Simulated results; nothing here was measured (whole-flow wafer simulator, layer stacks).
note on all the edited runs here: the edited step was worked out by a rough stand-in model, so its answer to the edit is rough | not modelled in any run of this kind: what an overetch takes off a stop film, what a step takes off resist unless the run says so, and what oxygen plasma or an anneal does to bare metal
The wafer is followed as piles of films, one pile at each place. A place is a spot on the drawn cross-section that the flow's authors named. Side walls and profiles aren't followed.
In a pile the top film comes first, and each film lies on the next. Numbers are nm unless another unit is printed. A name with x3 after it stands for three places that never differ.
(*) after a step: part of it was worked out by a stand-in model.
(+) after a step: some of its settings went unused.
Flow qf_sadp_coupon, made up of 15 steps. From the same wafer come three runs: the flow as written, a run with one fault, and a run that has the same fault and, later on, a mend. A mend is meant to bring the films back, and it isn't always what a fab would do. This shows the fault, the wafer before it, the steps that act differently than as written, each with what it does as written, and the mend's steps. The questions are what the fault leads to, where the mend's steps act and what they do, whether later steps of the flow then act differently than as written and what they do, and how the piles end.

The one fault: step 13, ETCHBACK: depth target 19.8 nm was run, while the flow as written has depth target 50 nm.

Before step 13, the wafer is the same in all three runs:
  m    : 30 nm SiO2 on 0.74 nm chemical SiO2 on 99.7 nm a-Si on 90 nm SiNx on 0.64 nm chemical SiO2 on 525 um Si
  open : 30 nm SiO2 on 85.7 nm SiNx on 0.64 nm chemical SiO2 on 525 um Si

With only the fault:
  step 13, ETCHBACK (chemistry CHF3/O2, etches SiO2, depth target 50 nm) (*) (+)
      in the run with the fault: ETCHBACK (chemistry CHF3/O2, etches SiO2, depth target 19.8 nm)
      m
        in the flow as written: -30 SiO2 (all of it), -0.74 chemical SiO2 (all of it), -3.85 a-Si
        in the run with the fault: -19.8 SiO2
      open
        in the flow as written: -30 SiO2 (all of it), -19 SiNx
        in the run with the fault: -19.8 SiO2
  Steps later in the flow that act otherwise than as written:
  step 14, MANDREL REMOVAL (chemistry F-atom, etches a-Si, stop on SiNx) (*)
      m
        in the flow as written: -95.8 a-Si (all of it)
        in the run with the fault: nothing
  The piles end different from the flow's at m, open by more than 2% or 0.5 nm, whichever is larger.
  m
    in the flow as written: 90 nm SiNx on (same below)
    in the run with the fault: 10.2 nm SiO2 on 0.74 nm chemical SiO2 on 99.7 nm a-Si on 90 nm SiNx on (same below)
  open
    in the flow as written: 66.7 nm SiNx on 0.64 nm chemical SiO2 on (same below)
    in the run with the fault: 10.2 nm SiO2 on 85.7 nm SiNx on 0.64 nm chemical SiO2 on (same below)

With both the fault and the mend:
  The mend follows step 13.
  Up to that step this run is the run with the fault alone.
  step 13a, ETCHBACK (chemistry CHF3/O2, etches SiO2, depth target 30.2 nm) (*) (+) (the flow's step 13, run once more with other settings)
      m
        -10.2 SiO2 (all of it), -0.74 chemical SiO2 (all of it), -3.85 a-Si
      open
        -10.2 SiO2 (all of it), -19 SiNx
  None of the later steps of the flow acts differently than as written at any place that is followed.
  By the end, the piles equal the flow's at every place that both follow.
